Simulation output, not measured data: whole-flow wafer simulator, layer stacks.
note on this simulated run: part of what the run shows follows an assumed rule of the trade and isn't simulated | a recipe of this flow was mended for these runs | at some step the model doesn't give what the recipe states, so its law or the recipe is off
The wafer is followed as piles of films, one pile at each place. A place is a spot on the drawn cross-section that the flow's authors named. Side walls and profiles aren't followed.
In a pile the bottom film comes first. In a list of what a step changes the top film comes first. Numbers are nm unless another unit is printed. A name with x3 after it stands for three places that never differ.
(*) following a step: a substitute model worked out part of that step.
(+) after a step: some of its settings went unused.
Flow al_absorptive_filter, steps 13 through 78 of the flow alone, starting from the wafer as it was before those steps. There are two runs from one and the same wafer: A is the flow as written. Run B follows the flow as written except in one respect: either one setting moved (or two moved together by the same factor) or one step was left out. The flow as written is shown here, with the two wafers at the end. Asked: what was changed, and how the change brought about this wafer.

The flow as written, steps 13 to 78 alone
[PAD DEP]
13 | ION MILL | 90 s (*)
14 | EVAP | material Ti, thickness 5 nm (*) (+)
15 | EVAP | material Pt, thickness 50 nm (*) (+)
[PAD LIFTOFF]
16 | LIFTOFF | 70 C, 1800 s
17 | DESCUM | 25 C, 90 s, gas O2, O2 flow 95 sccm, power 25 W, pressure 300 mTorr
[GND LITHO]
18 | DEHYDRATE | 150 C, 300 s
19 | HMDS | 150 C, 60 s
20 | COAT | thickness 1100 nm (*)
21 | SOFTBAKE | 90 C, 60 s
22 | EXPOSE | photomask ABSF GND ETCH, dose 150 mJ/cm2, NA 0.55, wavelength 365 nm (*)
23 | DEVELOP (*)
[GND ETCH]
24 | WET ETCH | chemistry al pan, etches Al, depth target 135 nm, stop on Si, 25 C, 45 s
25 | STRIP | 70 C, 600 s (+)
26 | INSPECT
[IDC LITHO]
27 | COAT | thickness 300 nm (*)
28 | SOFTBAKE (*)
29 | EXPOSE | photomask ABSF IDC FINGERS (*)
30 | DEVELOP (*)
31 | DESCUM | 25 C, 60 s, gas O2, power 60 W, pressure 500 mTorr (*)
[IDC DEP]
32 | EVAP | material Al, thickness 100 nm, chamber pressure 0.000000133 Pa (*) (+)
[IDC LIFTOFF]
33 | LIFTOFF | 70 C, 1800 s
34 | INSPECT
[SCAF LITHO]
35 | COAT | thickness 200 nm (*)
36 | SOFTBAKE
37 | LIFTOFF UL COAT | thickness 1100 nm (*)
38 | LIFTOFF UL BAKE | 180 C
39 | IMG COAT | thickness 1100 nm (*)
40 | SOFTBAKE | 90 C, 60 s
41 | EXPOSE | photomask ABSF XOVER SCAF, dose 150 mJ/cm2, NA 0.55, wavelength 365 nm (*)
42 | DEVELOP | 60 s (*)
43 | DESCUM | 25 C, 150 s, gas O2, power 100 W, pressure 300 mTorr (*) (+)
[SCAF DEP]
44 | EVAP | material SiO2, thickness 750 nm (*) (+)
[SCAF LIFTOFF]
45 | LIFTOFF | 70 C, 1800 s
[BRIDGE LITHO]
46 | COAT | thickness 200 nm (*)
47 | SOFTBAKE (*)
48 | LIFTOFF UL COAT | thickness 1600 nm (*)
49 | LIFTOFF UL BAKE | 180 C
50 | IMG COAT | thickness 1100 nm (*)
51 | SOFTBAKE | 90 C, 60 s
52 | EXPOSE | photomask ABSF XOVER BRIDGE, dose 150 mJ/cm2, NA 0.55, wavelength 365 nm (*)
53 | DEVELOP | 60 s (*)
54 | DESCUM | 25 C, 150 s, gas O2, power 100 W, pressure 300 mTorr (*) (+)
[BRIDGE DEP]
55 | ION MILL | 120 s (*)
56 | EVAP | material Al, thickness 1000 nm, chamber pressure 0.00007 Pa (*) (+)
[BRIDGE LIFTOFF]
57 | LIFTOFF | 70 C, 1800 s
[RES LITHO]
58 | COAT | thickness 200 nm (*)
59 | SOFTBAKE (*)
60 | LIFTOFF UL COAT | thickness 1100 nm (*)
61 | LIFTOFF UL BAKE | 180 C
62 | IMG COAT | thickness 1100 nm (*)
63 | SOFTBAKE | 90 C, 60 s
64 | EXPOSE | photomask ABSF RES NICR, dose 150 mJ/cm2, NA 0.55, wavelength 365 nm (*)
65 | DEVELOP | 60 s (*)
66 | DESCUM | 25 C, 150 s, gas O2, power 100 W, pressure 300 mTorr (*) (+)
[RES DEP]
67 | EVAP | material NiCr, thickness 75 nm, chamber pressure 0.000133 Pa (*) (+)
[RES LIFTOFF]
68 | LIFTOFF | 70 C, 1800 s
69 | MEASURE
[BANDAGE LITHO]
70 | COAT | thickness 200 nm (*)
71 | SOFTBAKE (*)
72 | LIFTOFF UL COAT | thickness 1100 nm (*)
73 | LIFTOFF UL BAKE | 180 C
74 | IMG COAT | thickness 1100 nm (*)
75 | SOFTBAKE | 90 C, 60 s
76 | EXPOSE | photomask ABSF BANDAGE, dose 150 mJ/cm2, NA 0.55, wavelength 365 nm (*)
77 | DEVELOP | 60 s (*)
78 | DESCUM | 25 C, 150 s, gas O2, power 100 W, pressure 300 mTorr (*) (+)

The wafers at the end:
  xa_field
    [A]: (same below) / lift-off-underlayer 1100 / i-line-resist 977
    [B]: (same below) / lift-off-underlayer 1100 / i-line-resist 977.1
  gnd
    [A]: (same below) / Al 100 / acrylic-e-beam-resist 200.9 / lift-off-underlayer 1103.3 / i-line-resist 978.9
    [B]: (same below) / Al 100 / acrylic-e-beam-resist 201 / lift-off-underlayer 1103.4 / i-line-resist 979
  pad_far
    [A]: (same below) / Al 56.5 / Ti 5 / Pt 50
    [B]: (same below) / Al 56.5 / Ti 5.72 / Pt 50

What caused this: step 14, EVAP: thickness 5.72 nm was run, though the flow has thickness 5 nm.
The wafer lets one read it off: pad_far has Ti 5.72, and step 14 as written asks for 5 nm.

Step by step, how the change led to this:
  14 | EVAP | material Ti, thickness 5 nm (*) (+)
      gnd, pad_far, pad_near and 11 more: A +5 Ti (new film) | B +5.72 Ti (new film)
  16 | LIFTOFF | 70 C, 1800 s
      gnd, ledge, res and 9 more: A -50 Pt (all of it), -5 Ti (all of it), -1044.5 i-line-resist (all of it), -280 lift-off-underlayer (all of it) | B -50 Pt (all of it), -5.72 Ti (all of it), -1044.5 i-line-resist (all of it), -280 lift-off-underlayer (all of it)
